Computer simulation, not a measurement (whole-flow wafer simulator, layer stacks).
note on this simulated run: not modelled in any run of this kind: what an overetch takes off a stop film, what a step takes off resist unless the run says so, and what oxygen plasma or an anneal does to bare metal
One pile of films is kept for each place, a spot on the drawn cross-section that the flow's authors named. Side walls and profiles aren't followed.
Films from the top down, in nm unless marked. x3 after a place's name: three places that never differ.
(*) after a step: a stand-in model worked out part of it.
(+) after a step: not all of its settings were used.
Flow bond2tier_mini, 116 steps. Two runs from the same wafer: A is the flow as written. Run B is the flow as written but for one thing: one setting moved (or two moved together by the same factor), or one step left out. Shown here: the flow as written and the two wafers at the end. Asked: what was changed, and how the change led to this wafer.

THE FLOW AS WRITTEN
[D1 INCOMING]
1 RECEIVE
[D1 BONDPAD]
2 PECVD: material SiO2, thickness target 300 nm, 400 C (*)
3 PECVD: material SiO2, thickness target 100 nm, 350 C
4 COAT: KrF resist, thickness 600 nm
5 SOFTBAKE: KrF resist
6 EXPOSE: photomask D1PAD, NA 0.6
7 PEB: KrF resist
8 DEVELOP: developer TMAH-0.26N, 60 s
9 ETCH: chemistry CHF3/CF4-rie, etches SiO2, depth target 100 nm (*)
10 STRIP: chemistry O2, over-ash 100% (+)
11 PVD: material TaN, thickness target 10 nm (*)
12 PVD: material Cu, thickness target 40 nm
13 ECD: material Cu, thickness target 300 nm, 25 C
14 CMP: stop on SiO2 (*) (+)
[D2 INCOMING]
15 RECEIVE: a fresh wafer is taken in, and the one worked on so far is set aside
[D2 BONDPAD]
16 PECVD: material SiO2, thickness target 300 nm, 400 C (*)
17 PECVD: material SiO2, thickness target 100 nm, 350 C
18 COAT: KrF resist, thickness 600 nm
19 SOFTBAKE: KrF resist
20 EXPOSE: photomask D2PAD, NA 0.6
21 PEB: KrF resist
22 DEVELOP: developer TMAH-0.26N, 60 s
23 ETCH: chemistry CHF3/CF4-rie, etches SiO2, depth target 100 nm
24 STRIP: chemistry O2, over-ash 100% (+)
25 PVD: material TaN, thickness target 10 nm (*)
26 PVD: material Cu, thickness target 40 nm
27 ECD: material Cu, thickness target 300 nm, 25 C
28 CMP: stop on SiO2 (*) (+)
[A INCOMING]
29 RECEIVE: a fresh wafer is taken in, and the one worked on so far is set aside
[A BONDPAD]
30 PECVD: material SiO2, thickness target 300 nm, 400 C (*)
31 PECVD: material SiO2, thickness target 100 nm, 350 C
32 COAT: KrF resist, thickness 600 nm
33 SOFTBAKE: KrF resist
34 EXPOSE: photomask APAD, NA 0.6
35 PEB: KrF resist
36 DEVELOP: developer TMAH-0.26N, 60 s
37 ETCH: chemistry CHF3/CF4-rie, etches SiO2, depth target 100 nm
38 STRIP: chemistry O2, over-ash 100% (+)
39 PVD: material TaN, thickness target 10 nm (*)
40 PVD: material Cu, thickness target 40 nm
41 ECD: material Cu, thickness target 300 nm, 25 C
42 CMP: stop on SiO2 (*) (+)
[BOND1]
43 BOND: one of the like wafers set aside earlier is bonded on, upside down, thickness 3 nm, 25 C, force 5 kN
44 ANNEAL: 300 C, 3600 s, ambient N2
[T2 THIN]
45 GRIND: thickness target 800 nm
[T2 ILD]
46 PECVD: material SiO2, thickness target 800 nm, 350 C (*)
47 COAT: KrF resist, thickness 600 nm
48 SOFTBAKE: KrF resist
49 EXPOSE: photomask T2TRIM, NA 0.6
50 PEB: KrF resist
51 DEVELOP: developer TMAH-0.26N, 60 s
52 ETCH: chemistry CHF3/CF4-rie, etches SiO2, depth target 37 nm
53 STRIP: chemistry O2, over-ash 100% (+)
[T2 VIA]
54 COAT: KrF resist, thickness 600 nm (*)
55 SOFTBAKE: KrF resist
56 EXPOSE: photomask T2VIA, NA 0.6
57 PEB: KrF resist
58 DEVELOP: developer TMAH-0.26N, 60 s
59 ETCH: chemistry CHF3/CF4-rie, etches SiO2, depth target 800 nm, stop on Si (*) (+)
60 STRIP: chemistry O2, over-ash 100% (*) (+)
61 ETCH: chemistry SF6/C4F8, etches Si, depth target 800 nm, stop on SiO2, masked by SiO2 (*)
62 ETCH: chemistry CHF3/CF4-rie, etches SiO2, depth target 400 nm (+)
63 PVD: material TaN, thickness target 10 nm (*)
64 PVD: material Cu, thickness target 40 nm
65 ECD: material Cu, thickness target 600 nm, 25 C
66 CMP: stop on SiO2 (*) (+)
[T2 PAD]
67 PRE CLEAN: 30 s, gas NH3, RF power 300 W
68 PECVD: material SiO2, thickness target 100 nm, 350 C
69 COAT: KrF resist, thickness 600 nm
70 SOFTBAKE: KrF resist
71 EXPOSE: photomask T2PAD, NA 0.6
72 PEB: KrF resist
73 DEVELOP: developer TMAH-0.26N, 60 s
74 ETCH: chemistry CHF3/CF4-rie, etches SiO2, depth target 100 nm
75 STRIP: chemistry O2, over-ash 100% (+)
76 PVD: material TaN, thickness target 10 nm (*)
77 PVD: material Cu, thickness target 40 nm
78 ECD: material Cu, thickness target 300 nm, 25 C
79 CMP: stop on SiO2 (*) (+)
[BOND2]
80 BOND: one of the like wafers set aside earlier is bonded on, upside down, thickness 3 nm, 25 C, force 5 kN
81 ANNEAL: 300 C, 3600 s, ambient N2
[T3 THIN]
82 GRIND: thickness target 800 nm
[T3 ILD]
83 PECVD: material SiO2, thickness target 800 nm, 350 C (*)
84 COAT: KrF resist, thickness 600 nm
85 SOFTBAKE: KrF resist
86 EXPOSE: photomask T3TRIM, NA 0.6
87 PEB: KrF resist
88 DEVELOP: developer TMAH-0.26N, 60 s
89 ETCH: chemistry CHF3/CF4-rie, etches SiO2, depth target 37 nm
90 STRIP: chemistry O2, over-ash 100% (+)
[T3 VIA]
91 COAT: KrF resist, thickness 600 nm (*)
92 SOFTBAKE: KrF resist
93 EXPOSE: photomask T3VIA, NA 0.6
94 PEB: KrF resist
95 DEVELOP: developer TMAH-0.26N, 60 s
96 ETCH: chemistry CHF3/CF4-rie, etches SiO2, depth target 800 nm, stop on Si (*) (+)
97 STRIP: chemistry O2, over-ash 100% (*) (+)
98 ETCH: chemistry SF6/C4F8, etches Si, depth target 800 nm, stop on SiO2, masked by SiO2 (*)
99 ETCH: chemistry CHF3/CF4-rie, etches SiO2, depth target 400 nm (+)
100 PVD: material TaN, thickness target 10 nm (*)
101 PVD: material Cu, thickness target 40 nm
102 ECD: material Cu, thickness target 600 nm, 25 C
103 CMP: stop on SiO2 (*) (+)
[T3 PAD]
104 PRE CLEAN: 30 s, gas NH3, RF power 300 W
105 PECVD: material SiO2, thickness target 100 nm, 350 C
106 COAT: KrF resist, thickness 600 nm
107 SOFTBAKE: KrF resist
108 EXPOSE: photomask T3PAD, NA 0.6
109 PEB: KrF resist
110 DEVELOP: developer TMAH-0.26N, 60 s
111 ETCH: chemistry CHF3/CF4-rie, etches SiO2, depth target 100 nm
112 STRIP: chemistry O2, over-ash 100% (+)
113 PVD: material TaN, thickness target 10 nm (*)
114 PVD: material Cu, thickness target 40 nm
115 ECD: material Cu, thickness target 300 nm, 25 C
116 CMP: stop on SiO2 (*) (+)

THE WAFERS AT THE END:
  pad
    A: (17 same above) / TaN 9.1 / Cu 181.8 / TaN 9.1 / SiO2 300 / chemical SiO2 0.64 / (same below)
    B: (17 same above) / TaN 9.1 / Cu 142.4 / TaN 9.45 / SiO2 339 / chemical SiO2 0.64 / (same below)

The cause: step 37, ETCH: depth target 61 nm was run, where the flow has depth target 100 nm.

How the change led to this, step by step:
  37 ETCH: chemistry CHF3/CF4-rie, etches SiO2, depth target 100 nm
      pad, via: A SiO2 -100 | B SiO2 -61
      field: A KrF resist -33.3 | B KrF resist -20.3
  38 STRIP: chemistry O2, over-ash 100% (+)
      field: A KrF resist -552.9 (all of it) | B KrF resist -565.9 (all of it)
  40 PVD: material Cu, thickness target 40 nm
      pad: A Cu +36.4 (new film) | B Cu +37.8 (new film)
  41 ECD: material Cu, thickness target 300 nm, 25 C
      pad: A Cu +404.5 | B Cu +363.8
      via: A Cu +400.2 | B Cu +361
